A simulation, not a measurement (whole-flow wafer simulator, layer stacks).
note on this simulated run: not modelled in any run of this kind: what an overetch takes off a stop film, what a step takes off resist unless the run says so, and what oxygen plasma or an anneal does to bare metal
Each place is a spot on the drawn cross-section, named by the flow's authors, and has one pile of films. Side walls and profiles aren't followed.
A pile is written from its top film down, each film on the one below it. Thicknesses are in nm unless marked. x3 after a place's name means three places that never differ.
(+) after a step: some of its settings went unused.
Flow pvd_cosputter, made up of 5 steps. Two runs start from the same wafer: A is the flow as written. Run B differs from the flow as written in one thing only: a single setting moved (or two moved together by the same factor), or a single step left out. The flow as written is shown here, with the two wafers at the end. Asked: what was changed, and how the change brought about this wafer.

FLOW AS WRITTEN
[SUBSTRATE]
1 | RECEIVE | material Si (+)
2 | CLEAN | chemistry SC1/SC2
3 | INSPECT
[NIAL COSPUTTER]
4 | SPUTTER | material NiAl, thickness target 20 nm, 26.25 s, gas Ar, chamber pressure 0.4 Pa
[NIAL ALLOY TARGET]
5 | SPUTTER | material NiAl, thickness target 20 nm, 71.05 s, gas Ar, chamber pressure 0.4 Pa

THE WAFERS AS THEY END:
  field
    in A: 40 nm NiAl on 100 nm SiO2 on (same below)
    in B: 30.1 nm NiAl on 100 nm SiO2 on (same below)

Cause: step 5, SPUTTER: thickness target 10.12 nm was run, while the flow as written has thickness target 20 nm; step 5, SPUTTER: 35.95 s was run, where the flow has 71.05 s.

The path from the change to this, step by step:
  5 | SPUTTER | material NiAl, thickness target 20 nm, 71.05 s, gas Ar, chamber pressure 0.4 Pa
      field: A +20 NiAl | B +10.1 NiAl
